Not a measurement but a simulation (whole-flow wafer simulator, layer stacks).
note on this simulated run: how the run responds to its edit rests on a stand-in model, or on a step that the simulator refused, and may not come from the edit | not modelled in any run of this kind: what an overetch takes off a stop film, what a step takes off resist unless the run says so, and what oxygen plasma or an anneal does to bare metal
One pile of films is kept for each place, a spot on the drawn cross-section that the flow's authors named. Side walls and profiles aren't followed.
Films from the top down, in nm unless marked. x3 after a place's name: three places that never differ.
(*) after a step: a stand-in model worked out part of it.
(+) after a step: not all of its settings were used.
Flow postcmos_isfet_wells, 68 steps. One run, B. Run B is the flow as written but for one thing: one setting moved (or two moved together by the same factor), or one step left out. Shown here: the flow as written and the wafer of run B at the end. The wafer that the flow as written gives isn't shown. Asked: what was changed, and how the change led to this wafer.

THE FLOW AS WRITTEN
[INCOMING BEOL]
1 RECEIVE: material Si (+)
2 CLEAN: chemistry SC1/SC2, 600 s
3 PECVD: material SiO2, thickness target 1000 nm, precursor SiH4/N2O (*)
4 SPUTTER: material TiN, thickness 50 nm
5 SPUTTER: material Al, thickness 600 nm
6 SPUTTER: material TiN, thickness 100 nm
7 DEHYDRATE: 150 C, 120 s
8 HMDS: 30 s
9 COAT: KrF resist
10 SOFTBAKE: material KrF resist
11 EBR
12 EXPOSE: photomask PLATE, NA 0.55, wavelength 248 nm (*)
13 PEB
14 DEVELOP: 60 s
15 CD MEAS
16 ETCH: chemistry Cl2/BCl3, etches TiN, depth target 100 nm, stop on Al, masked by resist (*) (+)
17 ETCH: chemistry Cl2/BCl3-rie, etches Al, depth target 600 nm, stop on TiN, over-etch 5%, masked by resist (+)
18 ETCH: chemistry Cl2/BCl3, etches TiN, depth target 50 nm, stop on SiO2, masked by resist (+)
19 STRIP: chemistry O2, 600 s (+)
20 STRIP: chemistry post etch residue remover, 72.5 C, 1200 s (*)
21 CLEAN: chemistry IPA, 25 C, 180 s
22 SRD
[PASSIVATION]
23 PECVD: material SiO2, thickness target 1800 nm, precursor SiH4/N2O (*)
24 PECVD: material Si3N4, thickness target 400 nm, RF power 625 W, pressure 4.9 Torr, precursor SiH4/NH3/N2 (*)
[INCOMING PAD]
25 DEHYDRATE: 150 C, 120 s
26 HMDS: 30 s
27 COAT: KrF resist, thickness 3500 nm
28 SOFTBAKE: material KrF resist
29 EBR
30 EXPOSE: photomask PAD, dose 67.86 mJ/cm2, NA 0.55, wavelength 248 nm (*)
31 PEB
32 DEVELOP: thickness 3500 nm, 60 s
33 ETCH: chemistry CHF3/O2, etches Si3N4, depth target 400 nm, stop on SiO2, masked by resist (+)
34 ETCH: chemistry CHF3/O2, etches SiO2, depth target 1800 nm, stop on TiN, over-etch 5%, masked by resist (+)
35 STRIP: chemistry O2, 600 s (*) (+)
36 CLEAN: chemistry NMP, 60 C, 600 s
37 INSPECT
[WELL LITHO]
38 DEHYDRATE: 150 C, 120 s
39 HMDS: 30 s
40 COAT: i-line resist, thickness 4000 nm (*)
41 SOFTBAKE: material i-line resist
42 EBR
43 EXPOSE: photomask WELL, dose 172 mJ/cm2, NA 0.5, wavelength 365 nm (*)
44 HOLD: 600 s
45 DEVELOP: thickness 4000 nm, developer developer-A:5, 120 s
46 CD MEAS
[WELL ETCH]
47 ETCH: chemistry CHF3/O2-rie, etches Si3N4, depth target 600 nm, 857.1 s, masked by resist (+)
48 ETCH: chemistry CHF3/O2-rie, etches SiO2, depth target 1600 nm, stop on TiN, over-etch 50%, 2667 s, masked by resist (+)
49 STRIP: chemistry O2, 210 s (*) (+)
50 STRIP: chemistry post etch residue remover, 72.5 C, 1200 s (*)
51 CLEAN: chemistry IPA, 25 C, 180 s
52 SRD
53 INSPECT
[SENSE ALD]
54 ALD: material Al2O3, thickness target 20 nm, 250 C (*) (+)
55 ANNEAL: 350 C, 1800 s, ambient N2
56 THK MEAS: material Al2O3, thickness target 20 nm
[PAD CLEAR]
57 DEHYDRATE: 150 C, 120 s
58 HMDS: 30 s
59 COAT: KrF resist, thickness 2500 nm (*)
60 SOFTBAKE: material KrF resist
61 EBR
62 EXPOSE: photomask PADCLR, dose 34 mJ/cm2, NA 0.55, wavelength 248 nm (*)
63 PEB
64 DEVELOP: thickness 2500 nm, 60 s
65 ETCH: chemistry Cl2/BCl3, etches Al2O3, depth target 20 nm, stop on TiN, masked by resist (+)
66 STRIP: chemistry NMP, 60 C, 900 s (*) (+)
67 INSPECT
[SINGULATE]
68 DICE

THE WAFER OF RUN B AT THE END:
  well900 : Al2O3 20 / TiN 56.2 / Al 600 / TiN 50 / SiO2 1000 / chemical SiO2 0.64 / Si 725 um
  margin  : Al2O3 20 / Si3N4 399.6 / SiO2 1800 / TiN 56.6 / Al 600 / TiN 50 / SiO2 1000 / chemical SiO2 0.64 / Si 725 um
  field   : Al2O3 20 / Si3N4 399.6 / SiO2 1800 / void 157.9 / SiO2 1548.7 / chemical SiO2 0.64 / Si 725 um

The cause: step 6, SPUTTER: thickness 57 nm was run, where the flow has thickness 100 nm.

How the change led to this, step by step:
  6 SPUTTER: material TiN, thickness 100 nm
      field, margin, well900, well1300 x3, pad_rim, pad_clr, pad_open: TiN +57 (new film) (as written it would be: TiN +100 (new film))
  16 ETCH: chemistry Cl2/BCl3, etches TiN, depth target 100 nm, stop on Al, masked by resist (*) (+)
      margin, well900, well1300 x3, pad_rim, pad_clr, pad_open: KrF resist -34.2 (as written it would be: KrF resist -40)
      field: TiN -57 (all of it) (as written it would be: TiN -100 (all of it))
  23 PECVD: material SiO2, thickness target 1800 nm, precursor SiH4/N2O (*)
      field: SiO2 +1800 (new film), void +157.9 (new film), SiO2 +548.7 (as written it would be: SiO2 +1800 (new film), void +189.9 (new film), SiO2 +559.7)
